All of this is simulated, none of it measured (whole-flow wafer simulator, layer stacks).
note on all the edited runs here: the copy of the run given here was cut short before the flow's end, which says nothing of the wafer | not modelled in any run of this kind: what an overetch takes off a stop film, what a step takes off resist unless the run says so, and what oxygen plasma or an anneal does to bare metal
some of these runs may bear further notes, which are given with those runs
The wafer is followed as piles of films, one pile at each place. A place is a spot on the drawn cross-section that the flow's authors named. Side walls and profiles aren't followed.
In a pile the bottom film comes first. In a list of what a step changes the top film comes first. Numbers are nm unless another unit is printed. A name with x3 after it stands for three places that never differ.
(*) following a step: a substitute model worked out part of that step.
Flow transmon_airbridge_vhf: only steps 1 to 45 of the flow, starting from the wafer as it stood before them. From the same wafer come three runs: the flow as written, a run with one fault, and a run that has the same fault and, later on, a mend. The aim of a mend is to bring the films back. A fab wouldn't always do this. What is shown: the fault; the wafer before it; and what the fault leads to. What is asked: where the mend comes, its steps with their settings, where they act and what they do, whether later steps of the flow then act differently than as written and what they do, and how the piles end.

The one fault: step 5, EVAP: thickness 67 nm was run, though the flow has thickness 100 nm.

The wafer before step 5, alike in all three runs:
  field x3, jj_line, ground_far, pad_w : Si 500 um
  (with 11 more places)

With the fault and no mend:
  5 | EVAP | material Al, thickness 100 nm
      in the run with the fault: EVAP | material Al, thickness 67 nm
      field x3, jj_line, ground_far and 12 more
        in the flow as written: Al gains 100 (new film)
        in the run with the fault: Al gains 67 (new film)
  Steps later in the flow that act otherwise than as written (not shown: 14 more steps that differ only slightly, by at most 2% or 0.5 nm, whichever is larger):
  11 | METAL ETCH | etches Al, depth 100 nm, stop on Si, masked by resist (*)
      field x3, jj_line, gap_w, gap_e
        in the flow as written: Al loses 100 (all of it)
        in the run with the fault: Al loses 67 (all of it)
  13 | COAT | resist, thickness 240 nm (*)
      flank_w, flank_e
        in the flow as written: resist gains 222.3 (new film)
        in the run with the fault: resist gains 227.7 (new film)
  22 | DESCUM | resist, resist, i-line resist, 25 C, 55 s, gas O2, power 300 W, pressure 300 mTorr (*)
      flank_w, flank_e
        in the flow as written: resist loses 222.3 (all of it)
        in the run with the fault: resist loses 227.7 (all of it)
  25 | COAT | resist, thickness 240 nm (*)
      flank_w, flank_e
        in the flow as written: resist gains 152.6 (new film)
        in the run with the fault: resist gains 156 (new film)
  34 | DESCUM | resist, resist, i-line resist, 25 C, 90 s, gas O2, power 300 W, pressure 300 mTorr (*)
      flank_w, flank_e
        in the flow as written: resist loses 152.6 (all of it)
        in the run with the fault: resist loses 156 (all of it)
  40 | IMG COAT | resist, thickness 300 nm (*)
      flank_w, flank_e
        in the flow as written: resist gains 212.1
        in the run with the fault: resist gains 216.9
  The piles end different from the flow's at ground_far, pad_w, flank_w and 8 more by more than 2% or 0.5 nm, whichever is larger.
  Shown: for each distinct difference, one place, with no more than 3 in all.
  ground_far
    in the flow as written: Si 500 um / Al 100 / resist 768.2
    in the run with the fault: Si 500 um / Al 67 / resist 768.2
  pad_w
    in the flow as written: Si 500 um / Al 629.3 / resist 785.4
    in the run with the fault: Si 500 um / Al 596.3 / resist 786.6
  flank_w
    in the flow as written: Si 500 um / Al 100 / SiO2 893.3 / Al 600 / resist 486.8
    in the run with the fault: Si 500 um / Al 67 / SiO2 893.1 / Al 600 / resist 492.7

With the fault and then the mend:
  The mend stands after step 5.
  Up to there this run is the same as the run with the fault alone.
  5a | EVAP | material Al, thickness 33 nm (the flow's step 5, run once more with other settings)
      field x3, jj_line, ground_far and 12 more
        Al gains 33
  Every later step of the flow that is run acts as written at every place that is followed.
  By the end, the piles equal the flow's at every place that both follow.
